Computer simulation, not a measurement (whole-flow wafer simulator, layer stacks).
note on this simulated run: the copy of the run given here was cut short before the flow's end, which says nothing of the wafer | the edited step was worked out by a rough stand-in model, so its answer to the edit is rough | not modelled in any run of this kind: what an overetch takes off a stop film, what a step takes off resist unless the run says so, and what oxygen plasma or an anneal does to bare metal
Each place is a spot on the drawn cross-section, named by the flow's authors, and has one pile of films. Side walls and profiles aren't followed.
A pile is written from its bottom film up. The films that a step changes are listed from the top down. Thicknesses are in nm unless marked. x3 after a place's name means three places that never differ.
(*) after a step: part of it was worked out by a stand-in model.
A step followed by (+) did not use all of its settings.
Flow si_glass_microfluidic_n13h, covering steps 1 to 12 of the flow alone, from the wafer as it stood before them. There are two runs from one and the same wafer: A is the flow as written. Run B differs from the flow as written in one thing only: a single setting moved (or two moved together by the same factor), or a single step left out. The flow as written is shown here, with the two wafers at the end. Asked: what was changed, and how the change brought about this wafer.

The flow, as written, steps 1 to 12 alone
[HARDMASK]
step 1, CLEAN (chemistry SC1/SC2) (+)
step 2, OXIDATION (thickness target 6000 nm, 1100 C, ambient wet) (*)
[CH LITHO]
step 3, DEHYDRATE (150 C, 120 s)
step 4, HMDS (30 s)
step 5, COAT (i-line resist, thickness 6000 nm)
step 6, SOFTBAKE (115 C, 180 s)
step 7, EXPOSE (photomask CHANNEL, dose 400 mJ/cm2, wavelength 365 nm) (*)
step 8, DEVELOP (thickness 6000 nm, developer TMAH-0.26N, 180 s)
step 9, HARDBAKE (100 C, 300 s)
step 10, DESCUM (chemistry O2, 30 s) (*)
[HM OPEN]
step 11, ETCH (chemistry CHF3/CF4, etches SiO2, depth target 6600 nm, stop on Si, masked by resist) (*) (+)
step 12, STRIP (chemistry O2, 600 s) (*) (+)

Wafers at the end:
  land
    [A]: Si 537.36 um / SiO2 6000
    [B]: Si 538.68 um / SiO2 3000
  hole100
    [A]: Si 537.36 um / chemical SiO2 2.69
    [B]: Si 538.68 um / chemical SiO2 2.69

Cause: step 2, OXIDATION: thickness target 3000 nm was run, though the flow has thickness target 6000 nm.
The wafer lets one read it off: land has SiO2 3000, and step 2 as written asks for 6000 nm.

Step by step, how the change led to this:
  step 2, OXIDATION (thickness target 6000 nm, 1100 C, ambient wet) (*)
      land, hole100: A SiO2 gains 6000 (new film), chemical SiO2 loses 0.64 (all of it), Si loses 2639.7 | B SiO2 gains 3000 (new film), chemical SiO2 loses 0.64 (all of it), Si loses 1319.7
  step 11, ETCH (chemistry CHF3/CF4, etches SiO2, depth target 6600 nm, stop on Si, masked by resist) (*) (+)
      land: A i-line resist loses 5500 | B i-line resist loses 3750
      hole100: A SiO2 loses 6000 (all of it) | B SiO2 loses 3000 (all of it)
  step 12, STRIP (chemistry O2, 600 s) (*) (+)
      land: A i-line resist loses 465 (all of it) | B i-line resist loses 2215 (all of it)
